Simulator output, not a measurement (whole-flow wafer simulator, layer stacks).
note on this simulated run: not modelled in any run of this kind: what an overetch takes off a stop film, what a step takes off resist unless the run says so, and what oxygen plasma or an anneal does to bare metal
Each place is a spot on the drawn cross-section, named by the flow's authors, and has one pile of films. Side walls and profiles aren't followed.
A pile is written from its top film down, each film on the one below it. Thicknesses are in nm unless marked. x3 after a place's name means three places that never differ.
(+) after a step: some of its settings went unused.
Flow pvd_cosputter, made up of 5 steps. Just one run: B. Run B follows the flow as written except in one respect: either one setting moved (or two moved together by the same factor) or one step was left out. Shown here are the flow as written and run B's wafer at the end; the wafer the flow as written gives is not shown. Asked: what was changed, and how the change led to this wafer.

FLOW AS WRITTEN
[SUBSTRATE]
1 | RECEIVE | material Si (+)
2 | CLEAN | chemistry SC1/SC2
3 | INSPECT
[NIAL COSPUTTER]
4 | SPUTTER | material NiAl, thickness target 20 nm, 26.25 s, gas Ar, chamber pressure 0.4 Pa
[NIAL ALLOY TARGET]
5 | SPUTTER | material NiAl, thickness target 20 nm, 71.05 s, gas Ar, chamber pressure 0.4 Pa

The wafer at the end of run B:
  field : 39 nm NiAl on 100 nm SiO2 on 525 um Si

What caused this: step 4, SPUTTER: thickness target 19 nm was run, whereas the flow has thickness target 20 nm.

Step by step, how the change led to this:
  4 | SPUTTER | material NiAl, thickness target 20 nm, 26.25 s, gas Ar, chamber pressure 0.4 Pa
      field: NiAl gains 19 (new film) (in the flow as written it would be: NiAl gains 20 (new film))
